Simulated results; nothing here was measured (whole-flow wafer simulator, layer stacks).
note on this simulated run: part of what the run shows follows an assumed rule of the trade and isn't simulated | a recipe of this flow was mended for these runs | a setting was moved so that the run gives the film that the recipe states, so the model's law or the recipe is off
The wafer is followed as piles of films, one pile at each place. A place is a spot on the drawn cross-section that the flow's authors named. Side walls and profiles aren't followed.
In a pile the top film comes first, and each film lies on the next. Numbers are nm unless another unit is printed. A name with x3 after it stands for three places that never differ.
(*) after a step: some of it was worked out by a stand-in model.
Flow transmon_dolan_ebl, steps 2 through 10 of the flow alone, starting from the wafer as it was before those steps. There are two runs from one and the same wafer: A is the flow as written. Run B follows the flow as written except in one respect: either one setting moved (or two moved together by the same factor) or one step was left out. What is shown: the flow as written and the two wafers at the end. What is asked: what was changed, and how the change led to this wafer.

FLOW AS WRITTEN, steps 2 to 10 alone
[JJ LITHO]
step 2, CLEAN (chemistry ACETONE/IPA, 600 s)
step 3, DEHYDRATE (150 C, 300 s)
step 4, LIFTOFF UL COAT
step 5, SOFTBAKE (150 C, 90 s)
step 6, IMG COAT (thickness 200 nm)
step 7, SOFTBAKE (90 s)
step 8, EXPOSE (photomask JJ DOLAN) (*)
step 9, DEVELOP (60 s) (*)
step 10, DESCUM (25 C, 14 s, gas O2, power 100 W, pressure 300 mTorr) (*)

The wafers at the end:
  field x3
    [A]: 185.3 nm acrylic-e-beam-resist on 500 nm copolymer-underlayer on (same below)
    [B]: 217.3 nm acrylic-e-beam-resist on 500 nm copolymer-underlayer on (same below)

Cause: step 6, IMG COAT: thickness 232 nm was run, while the flow as written has thickness 200 nm.

Step by step, how the change led to this:
  step 6, IMG COAT (thickness 200 nm)
      field x3, jj_line: A +200 acrylic-e-beam-resist (new film) | B +232 acrylic-e-beam-resist (new film)
  step 9, DEVELOP (60 s) (*)
      jj_line: A -200 acrylic-e-beam-resist (all of it), -500 copolymer-underlayer (all of it) | B -232 acrylic-e-beam-resist (all of it), -500 copolymer-underlayer (all of it)
